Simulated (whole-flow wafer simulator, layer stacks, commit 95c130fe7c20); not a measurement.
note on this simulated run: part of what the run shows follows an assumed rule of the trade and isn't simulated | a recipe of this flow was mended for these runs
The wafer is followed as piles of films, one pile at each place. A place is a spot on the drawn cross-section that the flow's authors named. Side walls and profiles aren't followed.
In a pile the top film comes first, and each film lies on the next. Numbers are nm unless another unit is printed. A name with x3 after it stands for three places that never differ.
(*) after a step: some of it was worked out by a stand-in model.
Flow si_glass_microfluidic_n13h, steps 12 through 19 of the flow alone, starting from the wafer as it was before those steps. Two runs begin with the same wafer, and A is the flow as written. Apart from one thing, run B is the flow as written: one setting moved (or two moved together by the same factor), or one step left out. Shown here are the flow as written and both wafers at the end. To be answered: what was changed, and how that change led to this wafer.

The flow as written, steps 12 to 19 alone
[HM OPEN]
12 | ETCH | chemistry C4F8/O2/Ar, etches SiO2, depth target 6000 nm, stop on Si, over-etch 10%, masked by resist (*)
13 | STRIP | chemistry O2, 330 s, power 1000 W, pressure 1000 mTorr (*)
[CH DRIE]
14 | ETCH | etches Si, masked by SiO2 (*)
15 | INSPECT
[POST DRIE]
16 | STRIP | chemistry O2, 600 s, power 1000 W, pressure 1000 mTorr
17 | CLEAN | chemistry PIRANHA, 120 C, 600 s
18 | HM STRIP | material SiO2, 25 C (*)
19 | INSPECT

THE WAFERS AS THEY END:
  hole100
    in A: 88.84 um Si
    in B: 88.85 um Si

What caused this: step 12, ETCH: over-etch 8% was run, whereas the flow has over-etch 10%.

How this came from the change, step by step:
  12 | ETCH | chemistry C4F8/O2/Ar, etches SiO2, depth target 6000 nm, stop on Si, over-etch 10%, masked by resist (*)
      hole100: A SiO2 loses 6000 (all of it), Si loses 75 | B SiO2 loses 6000 (all of it), Si loses 60
